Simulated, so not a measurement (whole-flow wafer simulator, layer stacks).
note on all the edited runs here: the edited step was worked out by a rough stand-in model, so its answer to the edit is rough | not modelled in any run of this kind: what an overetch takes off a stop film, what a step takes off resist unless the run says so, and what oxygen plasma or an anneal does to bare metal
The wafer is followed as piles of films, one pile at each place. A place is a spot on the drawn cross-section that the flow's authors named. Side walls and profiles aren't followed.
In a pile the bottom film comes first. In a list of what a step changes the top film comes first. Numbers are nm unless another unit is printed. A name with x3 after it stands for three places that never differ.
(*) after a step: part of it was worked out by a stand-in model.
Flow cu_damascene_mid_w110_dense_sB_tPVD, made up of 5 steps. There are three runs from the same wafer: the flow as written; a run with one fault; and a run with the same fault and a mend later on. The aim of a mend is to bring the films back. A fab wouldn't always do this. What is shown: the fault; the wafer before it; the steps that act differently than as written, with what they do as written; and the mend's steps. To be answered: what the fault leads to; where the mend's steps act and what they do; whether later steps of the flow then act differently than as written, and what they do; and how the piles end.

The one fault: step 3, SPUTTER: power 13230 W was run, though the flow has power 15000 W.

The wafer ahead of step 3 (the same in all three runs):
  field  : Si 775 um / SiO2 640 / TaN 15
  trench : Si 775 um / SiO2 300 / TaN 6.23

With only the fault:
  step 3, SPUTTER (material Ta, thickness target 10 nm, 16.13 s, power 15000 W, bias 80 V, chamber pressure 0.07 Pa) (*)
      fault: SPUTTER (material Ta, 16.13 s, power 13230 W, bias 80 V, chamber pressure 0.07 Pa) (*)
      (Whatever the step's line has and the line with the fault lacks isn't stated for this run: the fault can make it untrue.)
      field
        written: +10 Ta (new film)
        fault: +8.82 Ta (new film)
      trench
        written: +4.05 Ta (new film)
        fault: +3.48 Ta (new film)
  Later steps of the flow that are run all act as written at every place that is followed, up to a difference of at most 2% or 0.5 nm, whichever is larger.
  The piles end different from the flow's at field, trench by more than 2% or 0.5 nm, whichever is larger.
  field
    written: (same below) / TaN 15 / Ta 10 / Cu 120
    fault: (same below) / TaN 15 / Ta 8.82 / Cu 120
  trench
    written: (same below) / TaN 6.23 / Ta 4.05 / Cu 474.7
    fault: (same below) / TaN 6.23 / Ta 3.48 / Cu 474.1

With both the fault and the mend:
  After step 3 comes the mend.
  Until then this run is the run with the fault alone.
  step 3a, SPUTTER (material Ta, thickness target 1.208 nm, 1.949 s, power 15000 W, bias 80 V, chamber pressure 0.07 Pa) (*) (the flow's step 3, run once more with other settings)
      field
        +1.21 Ta
      trench
        +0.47 Ta
  Later steps of the flow that are run all act as written at every place that is followed, up to a difference of at most 2% or 0.5 nm, whichever is larger.
  When the end is reached, the piles differ only a little from the flow's at the places that both follow, at most by 2% or 0.5 nm, whichever is larger.
